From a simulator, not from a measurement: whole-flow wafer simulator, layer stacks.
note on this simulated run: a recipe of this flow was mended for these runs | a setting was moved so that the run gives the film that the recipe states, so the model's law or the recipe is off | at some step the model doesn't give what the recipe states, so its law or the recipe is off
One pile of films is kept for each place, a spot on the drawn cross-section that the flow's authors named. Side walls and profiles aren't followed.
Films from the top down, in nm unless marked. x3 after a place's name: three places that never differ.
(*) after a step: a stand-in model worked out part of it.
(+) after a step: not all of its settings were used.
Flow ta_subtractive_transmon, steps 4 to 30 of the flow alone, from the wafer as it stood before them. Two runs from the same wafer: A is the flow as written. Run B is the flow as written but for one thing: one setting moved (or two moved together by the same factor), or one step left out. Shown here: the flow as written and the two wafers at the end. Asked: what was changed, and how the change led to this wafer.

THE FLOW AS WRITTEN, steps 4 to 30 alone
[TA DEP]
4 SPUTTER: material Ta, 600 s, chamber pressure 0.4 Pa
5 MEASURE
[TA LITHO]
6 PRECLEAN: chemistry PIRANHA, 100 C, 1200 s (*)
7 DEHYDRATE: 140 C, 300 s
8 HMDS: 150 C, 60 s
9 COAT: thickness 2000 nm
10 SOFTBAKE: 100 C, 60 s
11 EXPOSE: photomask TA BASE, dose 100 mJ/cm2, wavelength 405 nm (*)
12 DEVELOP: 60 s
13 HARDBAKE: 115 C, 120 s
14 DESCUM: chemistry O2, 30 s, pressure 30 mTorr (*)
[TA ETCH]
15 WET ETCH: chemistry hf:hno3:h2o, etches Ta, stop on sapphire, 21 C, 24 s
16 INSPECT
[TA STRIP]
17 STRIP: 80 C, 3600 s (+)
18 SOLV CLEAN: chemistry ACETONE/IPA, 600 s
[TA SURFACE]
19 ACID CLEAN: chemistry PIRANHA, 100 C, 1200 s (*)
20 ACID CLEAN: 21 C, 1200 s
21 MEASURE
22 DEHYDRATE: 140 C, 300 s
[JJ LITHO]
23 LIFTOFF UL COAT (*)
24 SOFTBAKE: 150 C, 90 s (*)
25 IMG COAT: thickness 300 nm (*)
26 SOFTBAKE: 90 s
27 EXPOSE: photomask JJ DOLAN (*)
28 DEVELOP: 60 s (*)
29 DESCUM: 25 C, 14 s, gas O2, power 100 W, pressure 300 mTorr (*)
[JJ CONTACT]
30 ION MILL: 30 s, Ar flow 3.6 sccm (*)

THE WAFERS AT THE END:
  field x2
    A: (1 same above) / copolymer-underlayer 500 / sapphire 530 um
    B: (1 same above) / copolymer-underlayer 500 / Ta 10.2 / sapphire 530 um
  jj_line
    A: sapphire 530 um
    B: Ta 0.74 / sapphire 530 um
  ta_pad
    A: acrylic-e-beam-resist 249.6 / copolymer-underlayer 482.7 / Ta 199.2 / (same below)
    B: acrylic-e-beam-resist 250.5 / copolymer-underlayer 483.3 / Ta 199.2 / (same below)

The cause: step 15, WET ETCH: 18.9 s was run, where the flow has 24 s.

How the change led to this, step by step:
  15 WET ETCH: chemistry hf:hno3:h2o, etches Ta, stop on sapphire, 21 C, 24 s
      field x2, jj_line, lead: A Ta -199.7 (all of it) | B Ta -189
  30 ION MILL: 30 s, Ar flow 3.6 sccm (*)
      jj_line, lead: A sapphire -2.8 | B Ta -9.45
Counting metal films that touch as one body, field x2 has 1 body; the flow as written gives 0 bodies.
Counting metal films that touch as one body, jj_line has 1 body; the flow as written gives 0 bodies.
